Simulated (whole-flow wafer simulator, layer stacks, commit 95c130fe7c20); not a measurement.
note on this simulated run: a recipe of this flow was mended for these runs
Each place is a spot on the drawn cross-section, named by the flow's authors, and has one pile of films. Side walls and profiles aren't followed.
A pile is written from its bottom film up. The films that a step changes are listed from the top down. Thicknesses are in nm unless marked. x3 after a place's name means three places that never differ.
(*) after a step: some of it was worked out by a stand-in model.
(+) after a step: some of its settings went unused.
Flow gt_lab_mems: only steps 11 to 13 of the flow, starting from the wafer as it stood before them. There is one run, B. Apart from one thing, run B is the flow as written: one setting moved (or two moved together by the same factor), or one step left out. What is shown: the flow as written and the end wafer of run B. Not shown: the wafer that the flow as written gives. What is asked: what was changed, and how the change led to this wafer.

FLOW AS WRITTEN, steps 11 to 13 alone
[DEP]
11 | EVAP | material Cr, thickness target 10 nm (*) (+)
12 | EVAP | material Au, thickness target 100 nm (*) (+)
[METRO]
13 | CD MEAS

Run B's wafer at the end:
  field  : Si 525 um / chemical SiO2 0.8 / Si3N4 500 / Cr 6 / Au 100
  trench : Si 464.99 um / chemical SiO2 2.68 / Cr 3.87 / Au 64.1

Cause: step 11, EVAP: thickness target 6 nm was run, whereas the flow has thickness target 10 nm.
The wafer lets one read it off: field has Cr 6, and step 11 as written asks for 10 nm.

The path from the change to this, step by step:
  11 | EVAP | material Cr, thickness target 10 nm (*) (+)
      field: Cr gains 6 (new film) (in the flow as written it would be: Cr gains 10 (new film))
      trench: Cr gains 3.87 (new film) (in the flow as written it would be: Cr gains 6.45 (new film))
